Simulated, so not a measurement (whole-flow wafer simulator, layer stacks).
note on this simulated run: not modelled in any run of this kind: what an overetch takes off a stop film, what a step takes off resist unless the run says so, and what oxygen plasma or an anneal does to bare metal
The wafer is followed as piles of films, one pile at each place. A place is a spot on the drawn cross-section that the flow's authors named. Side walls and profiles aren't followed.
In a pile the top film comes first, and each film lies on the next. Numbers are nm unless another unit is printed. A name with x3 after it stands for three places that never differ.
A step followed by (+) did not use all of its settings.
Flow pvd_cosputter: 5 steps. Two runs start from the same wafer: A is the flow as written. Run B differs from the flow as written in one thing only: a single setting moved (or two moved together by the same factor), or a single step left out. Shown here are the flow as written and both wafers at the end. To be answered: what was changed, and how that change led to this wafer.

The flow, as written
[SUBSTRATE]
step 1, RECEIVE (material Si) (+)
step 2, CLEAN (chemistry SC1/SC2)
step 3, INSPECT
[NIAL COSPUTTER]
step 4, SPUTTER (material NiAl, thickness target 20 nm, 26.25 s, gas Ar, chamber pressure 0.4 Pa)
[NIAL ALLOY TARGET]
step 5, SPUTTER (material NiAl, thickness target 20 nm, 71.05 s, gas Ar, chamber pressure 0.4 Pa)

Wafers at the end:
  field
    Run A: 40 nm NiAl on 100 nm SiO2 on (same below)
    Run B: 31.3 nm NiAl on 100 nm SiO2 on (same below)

What caused this: step 5, SPUTTER: thickness target 11.26 nm was run, whereas the flow has thickness target 20 nm; step 5, SPUTTER: 40 s was run, where the flow has 71.05 s.

How this came from the change, step by step:
  step 5, SPUTTER (material NiAl, thickness target 20 nm, 71.05 s, gas Ar, chamber pressure 0.4 Pa)
      field: A NiAl gains 20 | B NiAl gains 11.3
